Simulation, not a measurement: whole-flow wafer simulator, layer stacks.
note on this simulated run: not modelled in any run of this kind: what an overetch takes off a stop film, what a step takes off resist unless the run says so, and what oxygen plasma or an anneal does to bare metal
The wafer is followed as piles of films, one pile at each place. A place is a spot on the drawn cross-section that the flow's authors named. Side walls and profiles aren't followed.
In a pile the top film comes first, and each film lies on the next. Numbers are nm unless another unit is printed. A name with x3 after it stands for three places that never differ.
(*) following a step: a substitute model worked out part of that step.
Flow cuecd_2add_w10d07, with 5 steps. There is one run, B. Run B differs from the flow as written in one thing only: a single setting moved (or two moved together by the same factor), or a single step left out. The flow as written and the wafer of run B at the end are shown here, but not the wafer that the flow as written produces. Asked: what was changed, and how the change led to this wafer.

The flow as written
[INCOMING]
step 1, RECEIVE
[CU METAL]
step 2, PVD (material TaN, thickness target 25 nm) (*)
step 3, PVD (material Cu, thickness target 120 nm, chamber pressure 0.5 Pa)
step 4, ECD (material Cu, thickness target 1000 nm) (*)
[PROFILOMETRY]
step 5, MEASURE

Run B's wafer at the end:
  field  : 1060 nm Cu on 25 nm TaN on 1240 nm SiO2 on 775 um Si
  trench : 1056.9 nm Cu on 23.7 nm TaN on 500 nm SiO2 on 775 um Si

The reason: step 3, PVD: thickness target 60 nm was run, while the flow as written has thickness target 120 nm.

How this came from the change, step by step:
  step 3, PVD (material Cu, thickness target 120 nm, chamber pressure 0.5 Pa)
      field: +60 Cu (new film) (in the flow as written it would be: +120 Cu (new film))
      trench: +56.9 Cu (new film) (in the flow as written it would be: +114 Cu (new film))
